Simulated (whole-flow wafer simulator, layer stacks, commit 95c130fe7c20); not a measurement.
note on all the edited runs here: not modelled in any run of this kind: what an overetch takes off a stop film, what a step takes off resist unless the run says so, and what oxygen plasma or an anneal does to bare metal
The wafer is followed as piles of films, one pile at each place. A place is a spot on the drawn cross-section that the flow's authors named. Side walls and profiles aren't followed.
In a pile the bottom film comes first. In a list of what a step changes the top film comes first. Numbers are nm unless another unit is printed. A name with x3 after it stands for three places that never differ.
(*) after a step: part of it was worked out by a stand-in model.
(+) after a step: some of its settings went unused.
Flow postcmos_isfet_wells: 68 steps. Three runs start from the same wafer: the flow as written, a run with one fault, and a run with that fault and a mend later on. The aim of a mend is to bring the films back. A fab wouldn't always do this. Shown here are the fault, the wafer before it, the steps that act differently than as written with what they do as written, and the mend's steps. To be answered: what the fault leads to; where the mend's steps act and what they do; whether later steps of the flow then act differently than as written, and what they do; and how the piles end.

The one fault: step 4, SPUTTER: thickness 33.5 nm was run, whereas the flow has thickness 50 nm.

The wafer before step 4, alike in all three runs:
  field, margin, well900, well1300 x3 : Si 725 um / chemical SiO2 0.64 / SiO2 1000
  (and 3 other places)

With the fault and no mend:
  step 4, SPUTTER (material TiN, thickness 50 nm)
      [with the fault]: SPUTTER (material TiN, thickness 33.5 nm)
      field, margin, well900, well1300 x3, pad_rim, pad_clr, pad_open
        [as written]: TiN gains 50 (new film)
        [with the fault]: TiN gains 33.5 (new film)
  Later steps of the flow acting differently than as written:
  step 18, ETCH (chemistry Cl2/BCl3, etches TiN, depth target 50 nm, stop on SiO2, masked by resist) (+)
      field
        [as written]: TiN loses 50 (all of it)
        [with the fault]: TiN loses 33.5 (all of it)
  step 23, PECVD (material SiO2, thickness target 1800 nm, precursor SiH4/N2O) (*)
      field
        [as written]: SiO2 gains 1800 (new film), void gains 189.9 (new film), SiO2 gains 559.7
        [with the fault]: SiO2 gains 1800 (new film), void gains 177.5 (new film), SiO2 gains 555.6
  By the end, the piles at field, margin, well900, well1300 x3, pad_rim, pad_clr, pad_open depart from the flow's by more than 2% or 0.5 nm, whichever is larger.
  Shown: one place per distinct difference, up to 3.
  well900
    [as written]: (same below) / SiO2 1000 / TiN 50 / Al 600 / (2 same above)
    [with the fault]: (same below) / SiO2 1000 / TiN 33.5 / Al 600 / (2 same above)
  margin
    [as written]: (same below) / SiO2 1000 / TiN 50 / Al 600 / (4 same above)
    [with the fault]: (same below) / SiO2 1000 / TiN 33.5 / Al 600 / (4 same above)
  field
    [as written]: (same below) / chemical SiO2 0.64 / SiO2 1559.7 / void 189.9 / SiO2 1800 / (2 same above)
    [with the fault]: (same below) / chemical SiO2 0.64 / SiO2 1555.6 / void 177.5 / SiO2 1800 / (2 same above)

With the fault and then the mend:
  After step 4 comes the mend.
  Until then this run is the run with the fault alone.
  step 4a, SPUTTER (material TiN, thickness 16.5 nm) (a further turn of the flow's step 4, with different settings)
      field, margin, well900, well1300 x3, pad_rim, pad_clr, pad_open
        TiN gains 16.5
  None of the later steps of the flow acts differently than as written at any place that is followed.
  At every place that both follow, the piles at the end match the flow's.
